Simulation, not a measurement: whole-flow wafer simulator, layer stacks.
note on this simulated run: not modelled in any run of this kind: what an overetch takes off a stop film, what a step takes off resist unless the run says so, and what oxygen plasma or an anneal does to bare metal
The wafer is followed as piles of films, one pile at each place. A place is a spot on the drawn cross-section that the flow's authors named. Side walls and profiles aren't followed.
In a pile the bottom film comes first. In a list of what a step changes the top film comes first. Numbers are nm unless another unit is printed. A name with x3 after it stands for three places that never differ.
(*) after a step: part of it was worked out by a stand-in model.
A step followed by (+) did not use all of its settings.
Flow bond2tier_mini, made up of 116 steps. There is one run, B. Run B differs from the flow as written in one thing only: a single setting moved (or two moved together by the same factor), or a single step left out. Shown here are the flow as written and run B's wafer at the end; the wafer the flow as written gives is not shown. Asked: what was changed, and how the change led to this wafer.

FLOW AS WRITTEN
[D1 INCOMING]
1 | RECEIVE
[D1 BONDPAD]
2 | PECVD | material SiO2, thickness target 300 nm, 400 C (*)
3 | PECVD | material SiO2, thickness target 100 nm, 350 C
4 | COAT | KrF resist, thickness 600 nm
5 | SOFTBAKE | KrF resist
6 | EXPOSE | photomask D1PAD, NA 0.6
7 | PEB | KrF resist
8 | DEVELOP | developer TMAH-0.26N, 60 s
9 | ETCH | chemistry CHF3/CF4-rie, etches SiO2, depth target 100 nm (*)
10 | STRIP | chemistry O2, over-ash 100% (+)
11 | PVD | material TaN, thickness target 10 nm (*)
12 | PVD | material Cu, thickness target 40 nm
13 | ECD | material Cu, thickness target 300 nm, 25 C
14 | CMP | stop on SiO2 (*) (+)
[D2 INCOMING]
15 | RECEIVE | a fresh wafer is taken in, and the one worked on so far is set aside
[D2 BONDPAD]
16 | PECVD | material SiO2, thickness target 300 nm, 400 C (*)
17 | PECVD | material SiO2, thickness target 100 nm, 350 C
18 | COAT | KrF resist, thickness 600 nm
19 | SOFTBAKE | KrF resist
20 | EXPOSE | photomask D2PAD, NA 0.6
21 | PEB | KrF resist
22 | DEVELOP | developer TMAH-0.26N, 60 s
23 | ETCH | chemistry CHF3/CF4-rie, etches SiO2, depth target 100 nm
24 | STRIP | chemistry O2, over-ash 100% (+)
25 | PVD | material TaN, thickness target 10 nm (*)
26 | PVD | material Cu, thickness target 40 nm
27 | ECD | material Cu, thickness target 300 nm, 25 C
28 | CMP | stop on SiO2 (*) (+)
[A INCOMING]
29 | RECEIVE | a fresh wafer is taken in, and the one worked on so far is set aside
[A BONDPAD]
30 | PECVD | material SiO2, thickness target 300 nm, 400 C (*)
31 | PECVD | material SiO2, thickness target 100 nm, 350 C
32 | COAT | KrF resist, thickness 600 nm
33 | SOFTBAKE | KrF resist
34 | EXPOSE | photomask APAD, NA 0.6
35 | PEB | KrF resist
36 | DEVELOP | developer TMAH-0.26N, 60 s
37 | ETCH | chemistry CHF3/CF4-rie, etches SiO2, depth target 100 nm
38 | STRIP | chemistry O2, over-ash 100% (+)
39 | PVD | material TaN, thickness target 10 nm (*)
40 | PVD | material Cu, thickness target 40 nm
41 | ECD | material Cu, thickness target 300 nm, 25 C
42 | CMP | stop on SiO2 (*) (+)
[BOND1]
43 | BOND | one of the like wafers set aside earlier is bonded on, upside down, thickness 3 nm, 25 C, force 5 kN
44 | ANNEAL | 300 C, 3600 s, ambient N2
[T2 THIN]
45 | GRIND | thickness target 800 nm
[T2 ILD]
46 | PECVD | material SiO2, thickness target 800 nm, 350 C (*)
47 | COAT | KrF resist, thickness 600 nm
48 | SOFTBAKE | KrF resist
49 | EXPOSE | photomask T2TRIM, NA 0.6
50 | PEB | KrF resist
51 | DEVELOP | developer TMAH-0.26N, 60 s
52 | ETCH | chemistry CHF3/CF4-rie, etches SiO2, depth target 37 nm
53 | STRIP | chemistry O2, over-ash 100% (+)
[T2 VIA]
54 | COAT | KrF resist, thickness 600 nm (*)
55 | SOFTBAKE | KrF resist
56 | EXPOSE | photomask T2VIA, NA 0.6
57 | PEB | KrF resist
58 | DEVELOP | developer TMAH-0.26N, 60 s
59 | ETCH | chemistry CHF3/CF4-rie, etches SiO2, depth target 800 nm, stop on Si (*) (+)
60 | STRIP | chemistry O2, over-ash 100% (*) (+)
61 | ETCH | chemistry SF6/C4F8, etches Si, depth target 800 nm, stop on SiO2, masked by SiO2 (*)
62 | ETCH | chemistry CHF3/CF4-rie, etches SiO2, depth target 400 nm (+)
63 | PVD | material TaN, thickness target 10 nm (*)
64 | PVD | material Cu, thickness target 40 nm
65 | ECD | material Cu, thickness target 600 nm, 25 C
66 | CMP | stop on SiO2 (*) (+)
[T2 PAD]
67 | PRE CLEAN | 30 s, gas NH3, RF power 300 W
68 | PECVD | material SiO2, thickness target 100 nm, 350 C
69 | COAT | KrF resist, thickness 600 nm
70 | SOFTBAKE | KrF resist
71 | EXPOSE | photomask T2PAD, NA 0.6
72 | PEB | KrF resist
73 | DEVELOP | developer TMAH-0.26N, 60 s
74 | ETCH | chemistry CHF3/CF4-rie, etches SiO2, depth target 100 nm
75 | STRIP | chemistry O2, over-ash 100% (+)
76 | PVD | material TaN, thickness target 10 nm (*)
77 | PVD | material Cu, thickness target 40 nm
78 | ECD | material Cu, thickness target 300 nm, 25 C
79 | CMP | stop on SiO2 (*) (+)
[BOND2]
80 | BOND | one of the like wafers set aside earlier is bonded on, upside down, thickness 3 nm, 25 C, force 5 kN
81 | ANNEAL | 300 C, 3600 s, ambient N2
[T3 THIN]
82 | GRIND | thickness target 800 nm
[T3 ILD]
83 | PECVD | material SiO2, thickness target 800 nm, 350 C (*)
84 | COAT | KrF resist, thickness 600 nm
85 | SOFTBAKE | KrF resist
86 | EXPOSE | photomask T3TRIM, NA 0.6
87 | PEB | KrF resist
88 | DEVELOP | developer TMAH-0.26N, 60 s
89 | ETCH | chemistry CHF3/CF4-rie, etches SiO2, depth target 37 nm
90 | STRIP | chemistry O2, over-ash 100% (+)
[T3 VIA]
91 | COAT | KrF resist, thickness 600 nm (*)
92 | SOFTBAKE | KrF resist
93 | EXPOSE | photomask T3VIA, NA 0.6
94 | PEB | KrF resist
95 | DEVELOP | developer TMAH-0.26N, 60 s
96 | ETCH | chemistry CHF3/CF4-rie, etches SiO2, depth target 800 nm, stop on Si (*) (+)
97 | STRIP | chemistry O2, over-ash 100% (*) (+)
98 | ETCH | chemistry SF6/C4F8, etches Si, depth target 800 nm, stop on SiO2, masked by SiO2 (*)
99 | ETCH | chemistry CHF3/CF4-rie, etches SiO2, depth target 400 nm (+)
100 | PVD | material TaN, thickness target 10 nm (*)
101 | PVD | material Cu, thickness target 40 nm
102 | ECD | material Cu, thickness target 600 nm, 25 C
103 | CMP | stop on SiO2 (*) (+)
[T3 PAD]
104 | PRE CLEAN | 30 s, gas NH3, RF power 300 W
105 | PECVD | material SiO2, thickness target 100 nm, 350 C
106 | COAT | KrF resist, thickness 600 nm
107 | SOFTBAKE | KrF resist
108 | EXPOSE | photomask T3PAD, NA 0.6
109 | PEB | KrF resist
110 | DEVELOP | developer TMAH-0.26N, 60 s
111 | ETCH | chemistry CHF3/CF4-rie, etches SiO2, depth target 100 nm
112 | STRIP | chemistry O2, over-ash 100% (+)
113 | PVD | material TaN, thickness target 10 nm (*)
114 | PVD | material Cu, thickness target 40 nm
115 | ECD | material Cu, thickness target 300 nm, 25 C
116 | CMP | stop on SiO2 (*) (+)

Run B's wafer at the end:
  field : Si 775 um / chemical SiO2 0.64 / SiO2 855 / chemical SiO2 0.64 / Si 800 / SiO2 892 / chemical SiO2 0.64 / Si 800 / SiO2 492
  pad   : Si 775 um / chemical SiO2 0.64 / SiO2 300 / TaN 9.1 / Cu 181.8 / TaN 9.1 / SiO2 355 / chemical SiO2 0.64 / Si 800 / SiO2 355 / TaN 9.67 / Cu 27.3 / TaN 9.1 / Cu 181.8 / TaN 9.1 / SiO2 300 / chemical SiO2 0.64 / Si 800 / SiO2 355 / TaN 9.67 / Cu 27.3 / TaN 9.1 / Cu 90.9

Cause: step 3, PECVD: thickness target 155 nm was run, though the flow has thickness target 100 nm.

Step by step, how the change led to this:
  3 | PECVD | material SiO2, thickness target 100 nm, 350 C
      field, pad, via: SiO2 gains 155 (in the flow as written it would be: SiO2 gains 100)
  43 | BOND | one of the like wafers set aside earlier is bonded on, upside down, thickness 3 nm, 25 C, force 5 kN
      field: Si gains 775 um (new film), chemical SiO2 gains 0.64 (new film), SiO2 gains 455 (in the flow as written it would be: Si gains 775 um (new film), chemical SiO2 gains 0.64 (new film), SiO2 gains 400)
      pad: Si gains 775 um (new film), chemical SiO2 gains 0.64 (new film), SiO2 gains 355 (new film), TaN gains 9.1 (new film), Cu gains 90.9 (in the flow as written it would be: Si gains 775 um (new film), chemical SiO2 gains 0.64 (new film), SiO2 gains 300 (new film), TaN gains 9.1 (new film), Cu gains 90.9)
      (also at 1 further place)
